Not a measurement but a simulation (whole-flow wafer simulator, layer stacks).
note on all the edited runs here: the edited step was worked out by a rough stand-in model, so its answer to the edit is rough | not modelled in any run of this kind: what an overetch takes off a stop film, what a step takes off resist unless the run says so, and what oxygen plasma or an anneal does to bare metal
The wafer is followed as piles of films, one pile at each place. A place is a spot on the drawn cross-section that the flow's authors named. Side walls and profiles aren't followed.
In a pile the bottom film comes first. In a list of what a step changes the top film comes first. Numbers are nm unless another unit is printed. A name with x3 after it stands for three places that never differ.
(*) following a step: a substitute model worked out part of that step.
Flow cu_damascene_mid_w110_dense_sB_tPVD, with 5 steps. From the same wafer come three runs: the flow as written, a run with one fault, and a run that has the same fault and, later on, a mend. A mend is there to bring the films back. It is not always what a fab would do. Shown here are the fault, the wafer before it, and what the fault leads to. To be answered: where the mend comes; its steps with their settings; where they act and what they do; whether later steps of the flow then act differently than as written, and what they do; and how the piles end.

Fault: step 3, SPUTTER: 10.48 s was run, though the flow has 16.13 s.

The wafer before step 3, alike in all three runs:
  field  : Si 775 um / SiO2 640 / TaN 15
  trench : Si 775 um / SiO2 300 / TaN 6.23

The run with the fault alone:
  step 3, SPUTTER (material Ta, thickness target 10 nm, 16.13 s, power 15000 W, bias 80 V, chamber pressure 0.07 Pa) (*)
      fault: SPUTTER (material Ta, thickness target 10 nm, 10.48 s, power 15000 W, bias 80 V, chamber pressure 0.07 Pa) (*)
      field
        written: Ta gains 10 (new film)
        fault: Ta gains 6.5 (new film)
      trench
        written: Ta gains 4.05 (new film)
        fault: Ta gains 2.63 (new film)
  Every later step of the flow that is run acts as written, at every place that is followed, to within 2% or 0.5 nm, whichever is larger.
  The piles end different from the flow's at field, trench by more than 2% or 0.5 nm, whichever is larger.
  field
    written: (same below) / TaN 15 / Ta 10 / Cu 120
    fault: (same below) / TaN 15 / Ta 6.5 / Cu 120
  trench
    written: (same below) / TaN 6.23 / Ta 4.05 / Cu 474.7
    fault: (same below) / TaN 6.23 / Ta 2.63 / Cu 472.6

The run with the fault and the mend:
  The mend stands after step 3.
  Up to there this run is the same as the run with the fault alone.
  step 3a, SPUTTER (material Ta, thickness target 10 nm, 5.65 s, power 15000 W, bias 80 V, chamber pressure 0.07 Pa) (*) (the flow's step 3 again, with other settings)
      field
        Ta gains 3.5
      trench
        Ta gains 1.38
  Every later step of the flow that is run acts as written, at every place that is followed, to within 2% or 0.5 nm, whichever is larger.
  The piles end only slightly different from the flow's at the places that both follow, by no more than 2% or 0.5 nm, whichever is larger.
